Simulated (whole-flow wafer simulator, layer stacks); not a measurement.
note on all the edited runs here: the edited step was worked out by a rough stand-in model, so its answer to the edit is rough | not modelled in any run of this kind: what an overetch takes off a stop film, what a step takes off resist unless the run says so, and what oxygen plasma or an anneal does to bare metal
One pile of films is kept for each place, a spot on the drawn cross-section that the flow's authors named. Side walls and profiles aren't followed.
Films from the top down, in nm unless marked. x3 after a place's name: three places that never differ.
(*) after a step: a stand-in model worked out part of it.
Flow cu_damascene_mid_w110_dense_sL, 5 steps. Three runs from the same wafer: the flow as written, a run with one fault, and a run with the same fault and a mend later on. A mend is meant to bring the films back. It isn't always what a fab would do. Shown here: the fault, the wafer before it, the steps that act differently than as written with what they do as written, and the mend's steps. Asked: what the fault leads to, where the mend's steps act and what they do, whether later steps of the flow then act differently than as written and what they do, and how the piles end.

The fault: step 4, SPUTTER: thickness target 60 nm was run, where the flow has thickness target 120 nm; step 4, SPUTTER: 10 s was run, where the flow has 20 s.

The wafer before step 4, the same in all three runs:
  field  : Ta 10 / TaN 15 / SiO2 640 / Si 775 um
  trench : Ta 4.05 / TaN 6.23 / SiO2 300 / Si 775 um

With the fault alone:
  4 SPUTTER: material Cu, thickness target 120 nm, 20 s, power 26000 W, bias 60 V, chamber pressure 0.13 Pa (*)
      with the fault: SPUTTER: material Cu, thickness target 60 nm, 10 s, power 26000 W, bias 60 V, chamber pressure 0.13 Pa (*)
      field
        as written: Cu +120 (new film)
        with the fault: Cu +60 (new film)
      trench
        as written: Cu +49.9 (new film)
        with the fault: Cu +25 (new film)
  Later steps of the flow that act differently than as written:
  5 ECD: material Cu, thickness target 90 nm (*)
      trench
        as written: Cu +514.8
        with the fault: Cu +479.8
  At the end the piles differ from the flow's by more than 2% or 0.5 nm, whichever is larger, at field, trench.
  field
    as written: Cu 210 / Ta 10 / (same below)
    with the fault: Cu 150 / Ta 10 / (same below)
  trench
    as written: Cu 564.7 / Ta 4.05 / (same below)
    with the fault: Cu 504.7 / Ta 4.05 / (same below)

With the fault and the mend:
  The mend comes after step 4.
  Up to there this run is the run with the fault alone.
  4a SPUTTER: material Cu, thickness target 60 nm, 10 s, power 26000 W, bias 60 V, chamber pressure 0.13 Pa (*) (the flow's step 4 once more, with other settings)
      field
        Cu +60
      trench
        Cu +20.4
  No later step of the flow acts differently than as written, at any place that is followed, by more than 2% or 0.5 nm, whichever is larger.
  At the end the piles are the same as the flow's at every place that both follow.
